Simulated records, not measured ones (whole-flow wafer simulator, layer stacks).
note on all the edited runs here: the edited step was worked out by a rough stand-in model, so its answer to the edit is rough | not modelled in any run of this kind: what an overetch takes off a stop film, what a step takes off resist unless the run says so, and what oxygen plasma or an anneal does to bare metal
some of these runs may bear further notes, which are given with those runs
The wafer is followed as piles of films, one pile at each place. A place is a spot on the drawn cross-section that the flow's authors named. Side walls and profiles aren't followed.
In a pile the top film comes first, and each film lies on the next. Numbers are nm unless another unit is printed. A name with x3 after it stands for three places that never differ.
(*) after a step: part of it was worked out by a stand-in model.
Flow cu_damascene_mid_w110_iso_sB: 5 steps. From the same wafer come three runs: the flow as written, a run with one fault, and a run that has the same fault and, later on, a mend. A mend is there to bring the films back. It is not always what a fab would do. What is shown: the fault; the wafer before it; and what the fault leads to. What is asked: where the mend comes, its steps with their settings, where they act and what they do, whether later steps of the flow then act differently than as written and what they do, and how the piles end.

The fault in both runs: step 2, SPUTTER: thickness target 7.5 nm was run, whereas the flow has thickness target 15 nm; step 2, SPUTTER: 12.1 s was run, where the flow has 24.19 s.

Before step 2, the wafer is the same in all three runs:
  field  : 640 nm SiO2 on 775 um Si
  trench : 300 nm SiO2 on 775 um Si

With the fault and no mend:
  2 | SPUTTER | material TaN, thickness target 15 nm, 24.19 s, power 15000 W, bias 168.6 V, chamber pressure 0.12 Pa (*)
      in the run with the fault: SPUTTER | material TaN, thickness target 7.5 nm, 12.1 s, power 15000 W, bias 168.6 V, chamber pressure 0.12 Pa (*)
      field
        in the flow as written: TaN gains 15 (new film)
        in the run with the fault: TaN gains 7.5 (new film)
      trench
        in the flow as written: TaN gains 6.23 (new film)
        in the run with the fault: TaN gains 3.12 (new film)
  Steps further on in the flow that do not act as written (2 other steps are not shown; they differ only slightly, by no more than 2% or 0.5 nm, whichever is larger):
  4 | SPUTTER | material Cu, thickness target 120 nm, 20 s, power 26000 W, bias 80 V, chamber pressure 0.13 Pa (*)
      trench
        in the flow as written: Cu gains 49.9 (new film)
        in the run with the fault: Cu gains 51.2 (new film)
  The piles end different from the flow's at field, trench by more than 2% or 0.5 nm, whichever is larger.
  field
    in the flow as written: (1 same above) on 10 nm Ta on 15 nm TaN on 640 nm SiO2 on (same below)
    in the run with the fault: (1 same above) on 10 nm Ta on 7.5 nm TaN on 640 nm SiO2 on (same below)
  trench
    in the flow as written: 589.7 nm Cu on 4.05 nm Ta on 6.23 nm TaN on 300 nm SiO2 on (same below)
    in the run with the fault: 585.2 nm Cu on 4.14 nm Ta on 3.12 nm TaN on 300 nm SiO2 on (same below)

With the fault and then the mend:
  After step 2 comes the mend.
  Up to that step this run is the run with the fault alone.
  2a | SPUTTER | material TaN, thickness target 7.5 nm, 12.1 s, power 15000 W, bias 168.6 V, chamber pressure 0.12 Pa (*) (a further turn of the flow's step 2, with different settings)
      field
        TaN gains 7.5
      trench
        TaN gains 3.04
  Later steps of the flow that are run all act as written at every place that is followed, up to a difference of at most 2% or 0.5 nm, whichever is larger.
  At the end the piles are close to the flow's at the places that both follow, differing by at most 2% or 0.5 nm, whichever is larger.
